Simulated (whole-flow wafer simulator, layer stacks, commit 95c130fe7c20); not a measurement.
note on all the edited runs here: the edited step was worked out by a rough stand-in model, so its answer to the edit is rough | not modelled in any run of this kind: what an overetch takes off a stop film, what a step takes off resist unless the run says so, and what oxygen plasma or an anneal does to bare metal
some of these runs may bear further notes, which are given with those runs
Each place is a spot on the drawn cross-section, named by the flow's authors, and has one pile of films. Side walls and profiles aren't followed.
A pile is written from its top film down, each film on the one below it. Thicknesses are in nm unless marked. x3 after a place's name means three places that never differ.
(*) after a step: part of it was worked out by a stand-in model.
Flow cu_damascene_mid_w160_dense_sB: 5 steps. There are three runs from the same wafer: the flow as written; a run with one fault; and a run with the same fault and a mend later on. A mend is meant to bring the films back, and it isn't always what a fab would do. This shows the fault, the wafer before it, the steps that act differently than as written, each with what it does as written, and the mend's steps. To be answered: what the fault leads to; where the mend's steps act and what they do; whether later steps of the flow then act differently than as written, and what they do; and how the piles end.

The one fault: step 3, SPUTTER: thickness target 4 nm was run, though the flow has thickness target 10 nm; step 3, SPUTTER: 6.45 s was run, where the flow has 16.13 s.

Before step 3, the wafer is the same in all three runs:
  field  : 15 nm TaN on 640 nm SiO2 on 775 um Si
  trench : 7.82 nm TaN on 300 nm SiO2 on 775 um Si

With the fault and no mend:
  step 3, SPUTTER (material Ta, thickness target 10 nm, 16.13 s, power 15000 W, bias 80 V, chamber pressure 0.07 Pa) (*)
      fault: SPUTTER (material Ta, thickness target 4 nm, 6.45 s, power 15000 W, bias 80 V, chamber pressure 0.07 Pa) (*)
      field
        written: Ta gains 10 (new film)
        fault: Ta gains 4 (new film)
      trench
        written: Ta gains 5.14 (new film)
        fault: Ta gains 2.05 (new film)
  Later steps of the flow that are run all act as written at every place that is followed, up to a difference of at most 2% or 0.5 nm, whichever is larger.
  The piles end different from the flow's at field, trench by more than 2% or 0.5 nm, whichever is larger.
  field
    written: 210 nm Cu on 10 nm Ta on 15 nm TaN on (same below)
    fault: 210 nm Cu on 4 nm Ta on 15 nm TaN on (same below)
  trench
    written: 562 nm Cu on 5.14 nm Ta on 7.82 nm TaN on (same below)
    fault: 559.1 nm Cu on 2.05 nm Ta on 7.82 nm TaN on (same below)

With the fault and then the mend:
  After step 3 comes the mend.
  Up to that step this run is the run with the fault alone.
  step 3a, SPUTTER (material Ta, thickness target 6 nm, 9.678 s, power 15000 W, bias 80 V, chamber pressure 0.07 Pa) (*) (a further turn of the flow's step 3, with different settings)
      field
        Ta gains 6
      trench
        Ta gains 3.05
  Later steps of the flow that are run all act as written at every place that is followed, up to a difference of at most 2% or 0.5 nm, whichever is larger.
  At the end the piles are close to the flow's at the places that both follow, differing by at most 2% or 0.5 nm, whichever is larger.
